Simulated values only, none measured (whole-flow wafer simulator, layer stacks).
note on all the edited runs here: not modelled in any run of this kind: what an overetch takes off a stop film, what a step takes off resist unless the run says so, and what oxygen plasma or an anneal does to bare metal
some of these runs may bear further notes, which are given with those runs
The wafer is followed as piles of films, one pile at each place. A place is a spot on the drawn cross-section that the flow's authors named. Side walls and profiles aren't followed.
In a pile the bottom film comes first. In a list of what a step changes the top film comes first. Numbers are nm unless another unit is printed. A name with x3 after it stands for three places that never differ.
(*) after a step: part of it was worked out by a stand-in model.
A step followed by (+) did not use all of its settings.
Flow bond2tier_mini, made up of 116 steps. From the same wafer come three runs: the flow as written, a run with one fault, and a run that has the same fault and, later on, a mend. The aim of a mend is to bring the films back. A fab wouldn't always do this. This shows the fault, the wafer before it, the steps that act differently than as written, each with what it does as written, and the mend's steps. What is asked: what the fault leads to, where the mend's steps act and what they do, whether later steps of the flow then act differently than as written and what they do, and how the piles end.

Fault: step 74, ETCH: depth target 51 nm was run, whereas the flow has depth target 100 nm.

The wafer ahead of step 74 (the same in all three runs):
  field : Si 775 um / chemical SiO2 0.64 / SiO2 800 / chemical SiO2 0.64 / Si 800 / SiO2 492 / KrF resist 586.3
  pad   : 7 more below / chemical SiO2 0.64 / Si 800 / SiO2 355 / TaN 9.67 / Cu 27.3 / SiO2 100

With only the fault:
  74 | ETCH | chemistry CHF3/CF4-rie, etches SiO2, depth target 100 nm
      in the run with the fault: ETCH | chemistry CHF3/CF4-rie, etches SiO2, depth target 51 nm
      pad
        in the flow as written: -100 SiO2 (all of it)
        in the run with the fault: -51 SiO2
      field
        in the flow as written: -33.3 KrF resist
        in the run with the fault: -17 KrF resist
  Steps later in the flow that act otherwise than as written (not shown: 1 more step that differs only slightly, by at most 2% or 0.5 nm, whichever is larger):
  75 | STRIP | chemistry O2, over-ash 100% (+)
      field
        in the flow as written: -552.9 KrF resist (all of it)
        in the run with the fault: -569.3 KrF resist (all of it)
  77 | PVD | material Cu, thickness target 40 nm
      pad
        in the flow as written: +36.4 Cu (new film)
        in the run with the fault: +38.1 Cu (new film)
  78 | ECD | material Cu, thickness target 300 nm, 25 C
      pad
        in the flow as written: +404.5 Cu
        in the run with the fault: +353.3 Cu
  The piles end different from the flow's at pad by more than 2% or 0.5 nm, whichever is larger.
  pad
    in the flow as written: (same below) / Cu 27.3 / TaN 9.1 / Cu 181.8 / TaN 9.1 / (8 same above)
    in the run with the fault: (same below) / Cu 27.3 / SiO2 49 / TaN 9.54 / Cu 132.4 / TaN 9.1 / (8 same above)

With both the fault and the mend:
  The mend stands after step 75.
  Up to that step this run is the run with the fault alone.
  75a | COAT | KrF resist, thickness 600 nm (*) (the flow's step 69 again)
      field
        +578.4 KrF resist (new film)
      pad
        +622.6 KrF resist (new film)
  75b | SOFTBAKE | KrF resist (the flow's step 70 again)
      does not change any film at any place that is followed
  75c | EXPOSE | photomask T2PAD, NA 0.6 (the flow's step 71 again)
      does not change any film at any place that is followed
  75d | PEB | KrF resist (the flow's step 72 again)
      does not change any film at any place that is followed
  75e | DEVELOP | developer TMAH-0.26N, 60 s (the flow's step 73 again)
      field
        -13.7 KrF resist
      pad
        -622.6 KrF resist (all of it)
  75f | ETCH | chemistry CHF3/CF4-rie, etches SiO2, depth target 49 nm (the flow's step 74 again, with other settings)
      field
        -16.3 KrF resist
      pad
        -49 SiO2 (all of it)
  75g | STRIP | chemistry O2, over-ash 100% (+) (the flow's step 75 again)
      field
        -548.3 KrF resist (all of it)
  Later steps of the flow that are run all act as written at every place that is followed.
  At every place that both follow, the piles at the end match the flow's.
